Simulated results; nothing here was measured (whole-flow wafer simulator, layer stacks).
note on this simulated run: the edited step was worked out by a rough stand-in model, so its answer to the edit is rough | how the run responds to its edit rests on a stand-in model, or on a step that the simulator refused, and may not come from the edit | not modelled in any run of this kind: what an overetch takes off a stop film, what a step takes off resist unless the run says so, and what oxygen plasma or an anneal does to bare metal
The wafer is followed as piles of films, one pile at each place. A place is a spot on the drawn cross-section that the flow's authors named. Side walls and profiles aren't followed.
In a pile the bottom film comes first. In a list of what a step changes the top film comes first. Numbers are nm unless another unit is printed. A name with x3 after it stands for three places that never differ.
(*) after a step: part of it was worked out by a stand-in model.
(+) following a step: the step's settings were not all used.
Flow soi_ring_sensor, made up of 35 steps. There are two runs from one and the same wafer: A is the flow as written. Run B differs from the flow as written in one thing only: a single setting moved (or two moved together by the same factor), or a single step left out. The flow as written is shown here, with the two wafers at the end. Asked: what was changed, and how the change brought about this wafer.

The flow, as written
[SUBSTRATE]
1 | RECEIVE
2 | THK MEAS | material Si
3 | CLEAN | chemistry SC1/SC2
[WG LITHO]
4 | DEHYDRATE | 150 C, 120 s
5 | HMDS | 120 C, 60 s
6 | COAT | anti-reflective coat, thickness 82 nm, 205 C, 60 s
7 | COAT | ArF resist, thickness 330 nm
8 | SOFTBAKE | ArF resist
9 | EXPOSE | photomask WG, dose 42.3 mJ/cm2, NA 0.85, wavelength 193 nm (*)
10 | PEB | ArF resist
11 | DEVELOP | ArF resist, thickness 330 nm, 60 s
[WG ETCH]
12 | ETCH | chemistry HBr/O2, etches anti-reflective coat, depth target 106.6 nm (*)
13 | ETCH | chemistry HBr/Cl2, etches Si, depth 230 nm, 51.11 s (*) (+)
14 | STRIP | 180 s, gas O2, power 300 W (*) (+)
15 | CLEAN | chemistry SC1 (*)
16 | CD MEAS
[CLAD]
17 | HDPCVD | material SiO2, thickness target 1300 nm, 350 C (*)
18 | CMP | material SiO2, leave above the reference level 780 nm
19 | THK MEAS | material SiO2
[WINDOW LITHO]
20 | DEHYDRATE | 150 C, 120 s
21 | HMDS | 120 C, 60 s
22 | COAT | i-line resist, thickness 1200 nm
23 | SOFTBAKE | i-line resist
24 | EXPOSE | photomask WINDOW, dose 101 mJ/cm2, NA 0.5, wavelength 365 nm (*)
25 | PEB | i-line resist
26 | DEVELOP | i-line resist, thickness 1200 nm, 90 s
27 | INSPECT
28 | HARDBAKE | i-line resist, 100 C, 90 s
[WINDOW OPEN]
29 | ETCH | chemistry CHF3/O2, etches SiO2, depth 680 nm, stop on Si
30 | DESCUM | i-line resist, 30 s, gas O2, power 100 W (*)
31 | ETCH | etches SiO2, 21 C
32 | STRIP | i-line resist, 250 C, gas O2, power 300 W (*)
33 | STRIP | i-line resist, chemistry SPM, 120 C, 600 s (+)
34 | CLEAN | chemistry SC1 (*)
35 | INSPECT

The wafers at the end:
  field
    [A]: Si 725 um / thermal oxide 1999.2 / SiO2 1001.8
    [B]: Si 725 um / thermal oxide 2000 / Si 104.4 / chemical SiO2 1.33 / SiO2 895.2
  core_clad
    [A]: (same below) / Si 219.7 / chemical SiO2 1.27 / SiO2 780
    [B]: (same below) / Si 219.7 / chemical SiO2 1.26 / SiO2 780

What caused this: step 13, ETCH: depth 115 nm was run, though the flow has depth 230 nm; step 13, ETCH: 25.55 s was run, where the flow has 51.11 s.

Step by step, how the change led to this:
  13 | ETCH | chemistry HBr/Cl2, etches Si, depth 230 nm, 51.11 s (*) (+)
      gap, window, field, gap_clad: A -220 Si (all of it), -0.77 thermal oxide | B -115 Si
      core, core_clad: A -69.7 ArF resist | B -34.8 ArF resist
  14 | STRIP | 180 s, gas O2, power 300 W (*) (+)
      gap, window, field, gap_clad: A nothing | B +1.33 chemical SiO2 (new film), -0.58 Si
      core, core_clad: A -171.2 ArF resist (all of it), -82 anti-reflective coat (all of it), +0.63 chemical SiO2, -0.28 Si | B -206 ArF resist (all of it), -82 anti-reflective coat (all of it), +0.62 chemical SiO2, -0.27 Si
  18 | CMP | material SiO2, leave above the reference level 780 nm
      gap, window, field, gap_clad: A -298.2 SiO2 | B -404.8 SiO2
